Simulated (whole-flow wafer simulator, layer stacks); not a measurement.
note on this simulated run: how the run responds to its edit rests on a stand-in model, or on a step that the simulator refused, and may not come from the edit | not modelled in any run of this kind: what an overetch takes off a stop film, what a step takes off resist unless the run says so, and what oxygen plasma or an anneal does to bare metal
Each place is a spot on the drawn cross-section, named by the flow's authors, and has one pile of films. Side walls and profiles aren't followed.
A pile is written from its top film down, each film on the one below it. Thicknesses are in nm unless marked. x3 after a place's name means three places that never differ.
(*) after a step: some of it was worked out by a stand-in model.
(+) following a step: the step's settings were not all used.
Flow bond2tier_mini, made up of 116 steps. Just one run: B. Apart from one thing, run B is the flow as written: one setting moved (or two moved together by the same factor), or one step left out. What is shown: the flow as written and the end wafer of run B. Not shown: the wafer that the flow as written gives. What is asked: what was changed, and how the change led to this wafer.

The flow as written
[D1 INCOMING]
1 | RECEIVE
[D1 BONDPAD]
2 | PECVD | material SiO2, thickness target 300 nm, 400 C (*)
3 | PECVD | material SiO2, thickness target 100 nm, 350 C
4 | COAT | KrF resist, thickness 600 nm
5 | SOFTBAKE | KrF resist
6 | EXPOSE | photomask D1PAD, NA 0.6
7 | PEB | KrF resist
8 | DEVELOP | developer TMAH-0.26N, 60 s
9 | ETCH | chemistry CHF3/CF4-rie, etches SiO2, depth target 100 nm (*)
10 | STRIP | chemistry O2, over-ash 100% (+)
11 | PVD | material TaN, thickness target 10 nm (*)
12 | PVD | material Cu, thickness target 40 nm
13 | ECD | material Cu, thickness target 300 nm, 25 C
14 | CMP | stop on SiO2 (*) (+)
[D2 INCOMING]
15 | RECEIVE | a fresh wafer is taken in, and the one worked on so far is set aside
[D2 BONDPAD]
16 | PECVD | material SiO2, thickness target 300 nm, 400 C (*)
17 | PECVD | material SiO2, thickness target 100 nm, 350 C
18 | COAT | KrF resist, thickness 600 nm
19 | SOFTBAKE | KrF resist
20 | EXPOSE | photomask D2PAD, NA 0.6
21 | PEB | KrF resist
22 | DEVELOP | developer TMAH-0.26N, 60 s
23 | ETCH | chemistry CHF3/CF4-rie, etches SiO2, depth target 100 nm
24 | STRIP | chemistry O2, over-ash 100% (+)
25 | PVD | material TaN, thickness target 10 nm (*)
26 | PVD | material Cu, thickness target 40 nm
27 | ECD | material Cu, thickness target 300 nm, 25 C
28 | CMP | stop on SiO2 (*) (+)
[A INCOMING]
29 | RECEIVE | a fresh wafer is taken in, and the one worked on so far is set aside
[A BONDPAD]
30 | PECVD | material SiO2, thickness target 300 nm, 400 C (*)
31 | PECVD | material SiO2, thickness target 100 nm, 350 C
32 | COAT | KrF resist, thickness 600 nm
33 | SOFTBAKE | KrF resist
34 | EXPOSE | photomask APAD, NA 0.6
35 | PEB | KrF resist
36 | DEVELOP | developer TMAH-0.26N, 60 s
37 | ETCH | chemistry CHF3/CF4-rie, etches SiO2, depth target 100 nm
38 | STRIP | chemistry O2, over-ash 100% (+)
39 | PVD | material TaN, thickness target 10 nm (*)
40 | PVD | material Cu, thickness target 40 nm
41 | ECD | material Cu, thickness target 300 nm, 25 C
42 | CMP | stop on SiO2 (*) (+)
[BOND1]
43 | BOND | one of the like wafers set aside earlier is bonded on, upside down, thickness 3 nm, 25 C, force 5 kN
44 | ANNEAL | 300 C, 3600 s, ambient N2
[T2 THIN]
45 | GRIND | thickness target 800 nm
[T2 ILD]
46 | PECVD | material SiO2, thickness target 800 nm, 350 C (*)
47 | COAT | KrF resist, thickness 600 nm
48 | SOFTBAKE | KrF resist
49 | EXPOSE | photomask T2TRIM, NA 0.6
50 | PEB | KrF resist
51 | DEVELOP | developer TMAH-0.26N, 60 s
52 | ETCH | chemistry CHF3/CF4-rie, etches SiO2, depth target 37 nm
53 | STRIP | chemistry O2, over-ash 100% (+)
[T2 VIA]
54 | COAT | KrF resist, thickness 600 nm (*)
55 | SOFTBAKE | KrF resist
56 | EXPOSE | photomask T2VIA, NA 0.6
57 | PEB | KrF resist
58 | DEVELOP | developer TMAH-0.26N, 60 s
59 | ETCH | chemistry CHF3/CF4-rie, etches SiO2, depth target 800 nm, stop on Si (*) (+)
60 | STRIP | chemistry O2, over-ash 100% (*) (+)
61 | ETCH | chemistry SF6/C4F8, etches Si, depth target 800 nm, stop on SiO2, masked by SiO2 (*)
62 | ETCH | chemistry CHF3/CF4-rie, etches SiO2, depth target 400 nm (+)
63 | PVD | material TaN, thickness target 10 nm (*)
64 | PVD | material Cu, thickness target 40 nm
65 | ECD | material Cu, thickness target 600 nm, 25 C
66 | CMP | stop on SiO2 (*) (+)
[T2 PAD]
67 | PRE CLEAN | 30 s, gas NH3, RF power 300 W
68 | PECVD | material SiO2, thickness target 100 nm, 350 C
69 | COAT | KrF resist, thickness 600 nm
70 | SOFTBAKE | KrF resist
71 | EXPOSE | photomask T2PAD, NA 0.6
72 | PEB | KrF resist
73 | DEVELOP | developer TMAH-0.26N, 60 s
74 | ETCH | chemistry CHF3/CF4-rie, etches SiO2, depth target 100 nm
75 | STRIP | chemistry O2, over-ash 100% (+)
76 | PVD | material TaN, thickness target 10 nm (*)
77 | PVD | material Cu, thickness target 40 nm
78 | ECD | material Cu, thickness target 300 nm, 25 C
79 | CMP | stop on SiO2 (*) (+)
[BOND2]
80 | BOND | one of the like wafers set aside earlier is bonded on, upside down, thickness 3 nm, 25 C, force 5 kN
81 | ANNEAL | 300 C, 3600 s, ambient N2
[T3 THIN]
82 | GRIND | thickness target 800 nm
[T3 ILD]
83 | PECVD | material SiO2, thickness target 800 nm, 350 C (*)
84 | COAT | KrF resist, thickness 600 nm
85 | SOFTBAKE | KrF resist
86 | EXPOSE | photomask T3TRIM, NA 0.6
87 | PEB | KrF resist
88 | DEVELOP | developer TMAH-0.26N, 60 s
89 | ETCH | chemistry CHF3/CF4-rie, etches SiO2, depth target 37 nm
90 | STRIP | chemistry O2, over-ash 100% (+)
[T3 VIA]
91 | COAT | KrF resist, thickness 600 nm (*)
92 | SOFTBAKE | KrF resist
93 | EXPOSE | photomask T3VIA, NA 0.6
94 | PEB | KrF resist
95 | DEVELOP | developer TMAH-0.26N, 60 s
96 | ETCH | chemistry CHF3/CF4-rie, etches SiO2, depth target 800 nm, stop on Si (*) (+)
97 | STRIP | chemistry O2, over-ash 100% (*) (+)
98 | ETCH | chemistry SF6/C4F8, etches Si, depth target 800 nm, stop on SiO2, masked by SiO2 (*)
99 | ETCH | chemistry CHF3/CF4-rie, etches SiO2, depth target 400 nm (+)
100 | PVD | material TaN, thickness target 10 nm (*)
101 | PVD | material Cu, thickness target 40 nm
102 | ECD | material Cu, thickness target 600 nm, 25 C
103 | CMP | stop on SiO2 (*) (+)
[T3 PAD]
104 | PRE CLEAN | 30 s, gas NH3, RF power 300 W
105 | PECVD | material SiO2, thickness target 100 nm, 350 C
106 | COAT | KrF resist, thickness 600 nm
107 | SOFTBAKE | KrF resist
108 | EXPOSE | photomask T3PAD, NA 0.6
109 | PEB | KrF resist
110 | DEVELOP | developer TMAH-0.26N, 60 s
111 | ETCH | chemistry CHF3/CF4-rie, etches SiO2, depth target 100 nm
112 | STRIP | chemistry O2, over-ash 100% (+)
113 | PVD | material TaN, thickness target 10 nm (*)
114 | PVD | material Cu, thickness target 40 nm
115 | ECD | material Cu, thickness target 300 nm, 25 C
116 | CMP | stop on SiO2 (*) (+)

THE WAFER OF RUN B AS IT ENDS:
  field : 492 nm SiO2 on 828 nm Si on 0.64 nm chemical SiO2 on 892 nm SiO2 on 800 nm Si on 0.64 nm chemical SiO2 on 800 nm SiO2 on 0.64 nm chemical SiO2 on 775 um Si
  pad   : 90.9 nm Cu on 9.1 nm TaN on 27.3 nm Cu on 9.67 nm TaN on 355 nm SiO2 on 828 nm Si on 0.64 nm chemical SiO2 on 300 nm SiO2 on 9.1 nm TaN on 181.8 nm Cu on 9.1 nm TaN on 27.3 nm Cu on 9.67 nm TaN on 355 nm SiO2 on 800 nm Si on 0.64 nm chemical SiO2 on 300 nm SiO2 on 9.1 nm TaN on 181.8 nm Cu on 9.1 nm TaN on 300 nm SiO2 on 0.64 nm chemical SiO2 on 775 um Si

The reason: step 82, GRIND: thickness target 828 nm was run, though the flow has thickness target 800 nm.
The wafer lets one read it off: field has Si 828, and step 82 as written asks for 800 nm.

How this came from the change, step by step:
  82 | GRIND | thickness target 800 nm
      field, pad: -774.17 um Si (it would be, as written: -774.2 um Si)
